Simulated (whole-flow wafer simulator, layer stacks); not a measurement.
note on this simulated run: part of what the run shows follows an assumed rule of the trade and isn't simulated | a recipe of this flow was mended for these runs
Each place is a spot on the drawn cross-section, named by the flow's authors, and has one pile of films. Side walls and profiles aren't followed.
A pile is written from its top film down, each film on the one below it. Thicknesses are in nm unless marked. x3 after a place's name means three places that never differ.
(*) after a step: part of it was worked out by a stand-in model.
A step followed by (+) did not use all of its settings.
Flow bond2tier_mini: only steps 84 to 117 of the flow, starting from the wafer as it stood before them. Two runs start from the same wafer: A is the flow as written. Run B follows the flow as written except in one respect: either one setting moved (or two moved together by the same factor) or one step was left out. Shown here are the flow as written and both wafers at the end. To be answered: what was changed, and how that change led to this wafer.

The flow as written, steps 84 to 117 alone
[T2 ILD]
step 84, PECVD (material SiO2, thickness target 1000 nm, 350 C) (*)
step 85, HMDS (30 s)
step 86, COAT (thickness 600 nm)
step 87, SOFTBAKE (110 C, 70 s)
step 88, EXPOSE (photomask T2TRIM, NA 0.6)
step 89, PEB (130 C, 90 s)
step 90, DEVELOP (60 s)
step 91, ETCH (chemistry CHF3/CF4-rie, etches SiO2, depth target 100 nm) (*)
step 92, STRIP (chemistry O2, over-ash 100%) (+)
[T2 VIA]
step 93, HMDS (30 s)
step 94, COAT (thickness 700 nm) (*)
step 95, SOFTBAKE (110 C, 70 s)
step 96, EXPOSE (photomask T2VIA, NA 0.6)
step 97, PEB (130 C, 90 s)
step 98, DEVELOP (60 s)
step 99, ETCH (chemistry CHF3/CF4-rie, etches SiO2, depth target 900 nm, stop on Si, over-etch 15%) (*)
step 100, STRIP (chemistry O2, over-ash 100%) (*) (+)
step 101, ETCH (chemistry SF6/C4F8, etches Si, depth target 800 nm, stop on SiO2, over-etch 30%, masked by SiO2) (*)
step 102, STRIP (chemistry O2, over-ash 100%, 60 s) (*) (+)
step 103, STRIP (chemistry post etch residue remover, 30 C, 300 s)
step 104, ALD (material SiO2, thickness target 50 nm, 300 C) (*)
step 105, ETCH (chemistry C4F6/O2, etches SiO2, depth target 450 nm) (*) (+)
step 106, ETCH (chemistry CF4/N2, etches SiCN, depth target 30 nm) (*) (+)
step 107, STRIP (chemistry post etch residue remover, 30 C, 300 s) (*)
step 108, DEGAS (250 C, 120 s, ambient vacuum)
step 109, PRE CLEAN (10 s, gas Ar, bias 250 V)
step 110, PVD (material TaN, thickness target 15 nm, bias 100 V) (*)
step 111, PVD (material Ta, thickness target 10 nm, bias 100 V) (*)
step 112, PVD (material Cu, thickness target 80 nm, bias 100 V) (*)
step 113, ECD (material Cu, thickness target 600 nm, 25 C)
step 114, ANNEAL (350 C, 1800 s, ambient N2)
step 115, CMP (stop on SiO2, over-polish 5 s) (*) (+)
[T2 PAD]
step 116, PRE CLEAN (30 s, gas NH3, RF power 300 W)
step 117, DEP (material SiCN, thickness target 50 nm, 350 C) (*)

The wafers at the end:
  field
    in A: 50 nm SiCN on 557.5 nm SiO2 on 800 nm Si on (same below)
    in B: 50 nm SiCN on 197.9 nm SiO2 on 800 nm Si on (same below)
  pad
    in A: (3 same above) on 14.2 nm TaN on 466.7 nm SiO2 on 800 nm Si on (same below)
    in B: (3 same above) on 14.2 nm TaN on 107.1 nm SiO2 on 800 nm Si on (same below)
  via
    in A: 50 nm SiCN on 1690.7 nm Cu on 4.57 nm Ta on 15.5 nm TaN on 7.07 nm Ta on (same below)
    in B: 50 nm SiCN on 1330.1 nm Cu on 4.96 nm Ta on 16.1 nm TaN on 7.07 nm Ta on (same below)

What caused this: step 84, PECVD: thickness target 640 nm was run, whereas the flow has thickness target 1000 nm.

The path from the change to this, step by step:
  step 84, PECVD (material SiO2, thickness target 1000 nm, 350 C) (*)
      field, pad, via: A +1000 SiO2 (new film) | B +640 SiO2 (new film)
  step 99, ETCH (chemistry CHF3/CF4-rie, etches SiO2, depth target 900 nm, stop on Si, over-etch 15%) (*)
      field, pad: A -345 thick-KrF-resist | B -207 thick-KrF-resist
      via: A -900 SiO2 (all of it), -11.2 Si | B -540 SiO2 (all of it), -41.2 Si
  step 100, STRIP (chemistry O2, over-ash 100%) (*) (+)
      field: A -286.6 thick-KrF-resist (all of it) | B -424.6 thick-KrF-resist (all of it)
      pad: A -372.9 thick-KrF-resist (all of it) | B -510.9 thick-KrF-resist (all of it)
  step 101, ETCH (chemistry SF6/C4F8, etches Si, depth target 800 nm, stop on SiO2, over-etch 30%, masked by SiO2) (*)
      via: A -788.8 Si (all of it), -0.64 chemical SiO2 (all of it), -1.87 SiO2 | B -758.8 Si (all of it), -0.64 chemical SiO2 (all of it), -2.17 SiO2
  step 110, PVD (material TaN, thickness target 15 nm, bias 100 V) (*)
      via: A +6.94 TaN | B +7.5 TaN
  step 112, PVD (material Cu, thickness target 80 nm, bias 100 V) (*)
      via: A +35 Cu (new film) | B +38.2 Cu (new film)
  step 113, ECD (material Cu, thickness target 600 nm, 25 C)
      via: A +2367 Cu | B +2003.2 Cu
